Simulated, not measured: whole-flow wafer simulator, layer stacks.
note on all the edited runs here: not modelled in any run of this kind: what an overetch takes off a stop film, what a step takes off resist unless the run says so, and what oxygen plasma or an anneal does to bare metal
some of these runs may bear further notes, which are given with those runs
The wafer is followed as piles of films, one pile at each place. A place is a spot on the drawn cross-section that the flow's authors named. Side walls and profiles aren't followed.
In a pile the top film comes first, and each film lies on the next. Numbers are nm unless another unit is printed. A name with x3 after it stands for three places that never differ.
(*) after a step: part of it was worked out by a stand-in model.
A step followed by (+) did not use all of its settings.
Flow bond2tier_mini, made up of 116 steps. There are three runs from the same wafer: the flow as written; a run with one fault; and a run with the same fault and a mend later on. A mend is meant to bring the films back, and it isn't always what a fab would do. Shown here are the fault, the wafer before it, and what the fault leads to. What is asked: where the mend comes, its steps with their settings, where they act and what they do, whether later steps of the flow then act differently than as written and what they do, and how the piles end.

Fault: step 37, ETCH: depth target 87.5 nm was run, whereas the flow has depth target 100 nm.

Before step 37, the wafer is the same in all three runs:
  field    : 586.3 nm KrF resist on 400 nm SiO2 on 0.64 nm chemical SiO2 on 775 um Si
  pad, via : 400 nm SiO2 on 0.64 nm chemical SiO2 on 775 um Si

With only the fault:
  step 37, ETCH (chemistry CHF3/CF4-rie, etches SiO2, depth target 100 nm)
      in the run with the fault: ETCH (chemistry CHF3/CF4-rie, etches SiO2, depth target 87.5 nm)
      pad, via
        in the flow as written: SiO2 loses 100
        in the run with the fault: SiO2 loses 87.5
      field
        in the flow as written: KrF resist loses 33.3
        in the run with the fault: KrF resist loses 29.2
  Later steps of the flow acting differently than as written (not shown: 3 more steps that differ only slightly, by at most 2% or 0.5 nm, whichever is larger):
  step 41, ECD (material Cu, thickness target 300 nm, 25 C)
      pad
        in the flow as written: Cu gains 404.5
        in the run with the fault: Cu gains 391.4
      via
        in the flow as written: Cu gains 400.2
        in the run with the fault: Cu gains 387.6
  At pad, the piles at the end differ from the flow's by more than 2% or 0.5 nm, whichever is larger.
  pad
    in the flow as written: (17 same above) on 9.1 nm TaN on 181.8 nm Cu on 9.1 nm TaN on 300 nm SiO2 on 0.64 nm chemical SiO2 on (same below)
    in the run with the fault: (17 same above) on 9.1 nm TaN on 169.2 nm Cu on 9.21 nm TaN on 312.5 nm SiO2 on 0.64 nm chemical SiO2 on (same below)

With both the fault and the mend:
  The mend stands after step 38.
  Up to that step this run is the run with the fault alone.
  step 38a, COAT (KrF resist, thickness 600 nm) (*) (the flow's step 32 again)
      field
        KrF resist gains 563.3 (new film)
      pad
        KrF resist gains 638.4 (new film)
      via
        KrF resist gains 633.3 (new film)
  step 38b, SOFTBAKE (KrF resist) (the flow's step 33 again)
      does not change any film at any place that is followed
  step 38c, EXPOSE (photomask APAD, NA 0.6) (the flow's step 34 again)
      does not change any film at any place that is followed
  step 38d, PEB (KrF resist) (the flow's step 35 again)
      does not change any film at any place that is followed
  step 38e, DEVELOP (developer TMAH-0.26N, 60 s) (the flow's step 36 again)
      field
        KrF resist loses 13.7
      pad
        KrF resist loses 638.4 (all of it)
      via
        KrF resist loses 633.3 (all of it)
  step 38f, ETCH (chemistry CHF3/CF4-rie, etches SiO2, depth target 12.5 nm) (the flow's step 37 again, with other settings)
      pad, via
        SiO2 loses 12.5
      field
        KrF resist loses 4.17
  step 38g, STRIP (chemistry O2, over-ash 100%) (+) (the flow's step 38 again)
      field
        KrF resist loses 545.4 (all of it)
  None of the later steps of the flow acts differently than as written at any place that is followed.
  The piles end the same as the flow's at every place that both follow.
